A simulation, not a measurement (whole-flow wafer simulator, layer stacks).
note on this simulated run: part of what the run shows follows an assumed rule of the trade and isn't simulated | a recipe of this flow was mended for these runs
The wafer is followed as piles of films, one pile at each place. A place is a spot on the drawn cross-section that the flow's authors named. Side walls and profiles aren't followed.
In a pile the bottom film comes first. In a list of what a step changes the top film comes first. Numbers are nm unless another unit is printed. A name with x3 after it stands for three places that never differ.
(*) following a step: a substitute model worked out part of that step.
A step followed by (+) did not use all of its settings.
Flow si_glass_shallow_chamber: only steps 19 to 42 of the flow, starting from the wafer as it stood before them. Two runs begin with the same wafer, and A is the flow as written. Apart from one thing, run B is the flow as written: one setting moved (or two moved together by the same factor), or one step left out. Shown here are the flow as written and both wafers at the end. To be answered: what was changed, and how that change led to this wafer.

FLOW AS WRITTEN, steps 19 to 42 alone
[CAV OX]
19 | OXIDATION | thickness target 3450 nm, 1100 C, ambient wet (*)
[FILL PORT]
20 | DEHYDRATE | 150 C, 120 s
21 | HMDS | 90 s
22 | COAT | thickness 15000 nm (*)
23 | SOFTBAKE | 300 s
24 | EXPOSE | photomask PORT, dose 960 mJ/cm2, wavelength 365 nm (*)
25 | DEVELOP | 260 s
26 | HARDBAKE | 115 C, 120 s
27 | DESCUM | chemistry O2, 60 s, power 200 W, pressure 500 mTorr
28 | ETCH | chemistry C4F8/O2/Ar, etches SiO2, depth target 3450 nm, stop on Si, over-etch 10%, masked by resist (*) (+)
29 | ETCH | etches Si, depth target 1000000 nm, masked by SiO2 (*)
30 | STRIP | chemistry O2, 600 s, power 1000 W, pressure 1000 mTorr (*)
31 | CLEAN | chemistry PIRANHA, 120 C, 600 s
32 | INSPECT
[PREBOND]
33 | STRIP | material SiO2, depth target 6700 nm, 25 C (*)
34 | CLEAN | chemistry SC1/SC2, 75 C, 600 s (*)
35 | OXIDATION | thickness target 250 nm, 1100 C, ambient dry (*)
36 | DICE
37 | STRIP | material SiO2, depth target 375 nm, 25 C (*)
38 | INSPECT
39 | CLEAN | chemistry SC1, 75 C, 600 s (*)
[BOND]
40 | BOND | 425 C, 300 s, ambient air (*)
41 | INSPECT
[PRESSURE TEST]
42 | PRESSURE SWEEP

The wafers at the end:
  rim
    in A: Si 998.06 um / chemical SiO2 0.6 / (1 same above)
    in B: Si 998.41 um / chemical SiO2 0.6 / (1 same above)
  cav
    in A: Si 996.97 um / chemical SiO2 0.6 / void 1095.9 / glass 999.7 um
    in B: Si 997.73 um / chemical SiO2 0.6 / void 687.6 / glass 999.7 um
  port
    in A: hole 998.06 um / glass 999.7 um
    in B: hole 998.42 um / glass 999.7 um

What caused this: step 19, OXIDATION: thickness target 1725 nm was run, whereas the flow has thickness target 3450 nm.

How this came from the change, step by step:
  19 | OXIDATION | thickness target 3450 nm, 1100 C, ambient wet (*)
      rim, ramp, septum, ring: A +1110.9 SiO2, -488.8 Si | B +313.8 SiO2, -138.1 Si
      cav, port: A +3450 SiO2 (new film), -0.6 chemical SiO2 (all of it), -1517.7 Si | B +1725 SiO2 (new film), -0.6 chemical SiO2 (all of it), -758.7 Si
  22 | COAT | thickness 15000 nm (*)
      rim: A +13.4 um thick-i-line-resist (new film) | B +13.19 um thick-i-line-resist (new film)
      ramp: A +12.89 um thick-i-line-resist (new film) | B +12.61 um thick-i-line-resist (new film)
      (also at 4 further places)
  23 | SOFTBAKE | 300 s
      rim: A -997 thick-i-line-resist | B -1144.4 thick-i-line-resist
      ramp: A -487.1 thick-i-line-resist | B -565.9 thick-i-line-resist
      (also at 4 further places)
  25 | DEVELOP | 260 s
      port: A -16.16 um thick-i-line-resist (all of it) | B -16.32 um thick-i-line-resist (all of it)
  26 | HARDBAKE | 115 C, 120 s
      rim, ramp: A -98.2 thick-i-line-resist | B -94 thick-i-line-resist
  28 | ETCH | chemistry C4F8/O2/Ar, etches SiO2, depth target 3450 nm, stop on Si, over-etch 10%, masked by resist (*) (+)
      rim, ramp, cav, septum, ring: A -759 thick-i-line-resist | B -379.5 thick-i-line-resist
      port: A -3450 SiO2 (all of it), -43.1 Si | B -1725 SiO2 (all of it), -258.8 Si
  29 | ETCH | etches Si, depth target 1000000 nm, masked by SiO2 (*)
      rim, ramp: A -11.47 um thick-i-line-resist (all of it), -1617.3 SiO2 | B -11.5 um thick-i-line-resist (all of it), -1604.3 SiO2
      port: A +997.05 um hole (new film), -997.05 um Si (all of it) | B +997.59 um hole (new film), -997.59 um Si (all of it)
      (also at 2 further places)
  30 | STRIP | chemistry O2, 600 s, power 1000 W, pressure 1000 mTorr (*)
      cav: A -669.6 thick-i-line-resist (all of it) | B -1207 thick-i-line-resist (all of it)
  33 | STRIP | material SiO2, depth target 6700 nm, 25 C (*)
      rim, ramp: A -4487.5 SiO2 (all of it) | B -3703.4 SiO2 (all of it)
      cav: A -3450 SiO2 (all of it) | B -1725 SiO2 (all of it)
      (also at 2 further places)
  40 | BOND | 425 C, 300 s, ambient air (*)
      cav: A +999.7 um glass (new film), +1095.9 void (new film) | B +999.7 um glass (new film), +687.6 void (new film)
      port: A +999.7 um glass (new film), +1017.3 hole | B +999.7 um glass (new film), +824.6 hole
